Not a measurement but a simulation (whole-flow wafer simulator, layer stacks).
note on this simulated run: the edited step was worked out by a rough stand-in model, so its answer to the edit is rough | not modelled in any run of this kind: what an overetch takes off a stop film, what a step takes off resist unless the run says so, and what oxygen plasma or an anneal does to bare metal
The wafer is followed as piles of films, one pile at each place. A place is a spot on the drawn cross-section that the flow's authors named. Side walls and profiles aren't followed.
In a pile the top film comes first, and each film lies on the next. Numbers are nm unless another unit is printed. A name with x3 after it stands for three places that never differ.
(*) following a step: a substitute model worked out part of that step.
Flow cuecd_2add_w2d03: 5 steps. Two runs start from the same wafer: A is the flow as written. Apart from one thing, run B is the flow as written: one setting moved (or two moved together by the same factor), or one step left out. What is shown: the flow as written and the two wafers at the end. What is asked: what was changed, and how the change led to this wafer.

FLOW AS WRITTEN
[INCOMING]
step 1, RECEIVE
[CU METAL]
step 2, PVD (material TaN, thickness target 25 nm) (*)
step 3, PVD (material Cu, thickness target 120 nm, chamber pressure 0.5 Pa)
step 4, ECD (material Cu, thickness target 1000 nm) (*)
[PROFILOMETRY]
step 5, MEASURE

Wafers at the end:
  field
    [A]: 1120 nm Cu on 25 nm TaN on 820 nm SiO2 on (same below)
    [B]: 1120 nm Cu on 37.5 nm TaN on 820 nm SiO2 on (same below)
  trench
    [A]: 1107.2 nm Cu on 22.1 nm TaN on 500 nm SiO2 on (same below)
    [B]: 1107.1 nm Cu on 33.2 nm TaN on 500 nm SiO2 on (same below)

What caused this: step 2, PVD: thickness target 37.5 nm was run, whereas the flow has thickness target 25 nm.
The wafer itself shows it: field has TaN 37.5, and step 2 as written asks for 25 nm.

How this came from the change, step by step:
  step 2, PVD (material TaN, thickness target 25 nm) (*)
      field: A +25 TaN (new film) | B +37.5 TaN (new film)
      trench: A +22.1 TaN (new film) | B +33.2 TaN (new film)
